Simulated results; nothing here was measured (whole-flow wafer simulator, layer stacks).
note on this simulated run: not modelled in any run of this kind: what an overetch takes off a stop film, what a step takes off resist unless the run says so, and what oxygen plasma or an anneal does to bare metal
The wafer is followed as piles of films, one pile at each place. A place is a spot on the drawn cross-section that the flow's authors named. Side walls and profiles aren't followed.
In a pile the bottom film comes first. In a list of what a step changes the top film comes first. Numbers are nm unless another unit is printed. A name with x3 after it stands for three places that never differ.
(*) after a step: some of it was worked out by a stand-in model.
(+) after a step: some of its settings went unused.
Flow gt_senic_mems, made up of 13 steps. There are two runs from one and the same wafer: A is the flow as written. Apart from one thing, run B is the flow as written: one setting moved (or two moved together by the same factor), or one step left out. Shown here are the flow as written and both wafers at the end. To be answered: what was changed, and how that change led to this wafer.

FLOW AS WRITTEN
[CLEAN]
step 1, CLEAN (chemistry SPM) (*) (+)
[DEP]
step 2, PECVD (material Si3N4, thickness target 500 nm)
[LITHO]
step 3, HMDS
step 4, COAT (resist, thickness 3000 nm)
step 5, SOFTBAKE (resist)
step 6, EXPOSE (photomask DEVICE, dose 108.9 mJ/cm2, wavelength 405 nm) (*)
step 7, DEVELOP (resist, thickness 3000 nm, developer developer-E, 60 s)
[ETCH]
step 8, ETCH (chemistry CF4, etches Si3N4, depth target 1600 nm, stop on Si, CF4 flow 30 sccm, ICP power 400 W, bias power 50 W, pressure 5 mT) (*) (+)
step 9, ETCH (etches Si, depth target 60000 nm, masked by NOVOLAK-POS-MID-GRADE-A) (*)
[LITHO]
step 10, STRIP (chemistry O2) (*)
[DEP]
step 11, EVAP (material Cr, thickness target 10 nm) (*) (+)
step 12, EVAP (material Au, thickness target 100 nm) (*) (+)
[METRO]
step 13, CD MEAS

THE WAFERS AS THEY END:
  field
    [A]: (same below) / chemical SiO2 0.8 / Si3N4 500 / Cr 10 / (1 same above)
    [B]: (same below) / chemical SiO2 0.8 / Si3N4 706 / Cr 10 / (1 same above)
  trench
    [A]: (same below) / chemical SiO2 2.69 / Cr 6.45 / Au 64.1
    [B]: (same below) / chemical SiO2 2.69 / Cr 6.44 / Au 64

What caused this: step 2, PECVD: thickness target 706 nm was run, though the flow has thickness target 500 nm.
One can read it off the wafer: field has Si3N4 706, and step 2 as written asks for 500 nm.

Step by step, how the change led to this:
  step 2, PECVD (material Si3N4, thickness target 500 nm)
      field, trench: A +500 Si3N4 (new film) | B +706 Si3N4 (new film)
  step 8, ETCH (chemistry CF4, etches Si3N4, depth target 1600 nm, stop on Si, CF4 flow 30 sccm, ICP power 400 W, bias power 50 W, pressure 5 mT) (*) (+)
      field: A -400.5 resist | B -537.9 resist
      trench: A -500 Si3N4 (all of it), -0.8 chemical SiO2 (all of it) | B -706 Si3N4 (all of it), -0.8 chemical SiO2 (all of it)
  step 10, STRIP (chemistry O2) (*)
      field: A -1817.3 resist (all of it) | B -1680 resist (all of it)
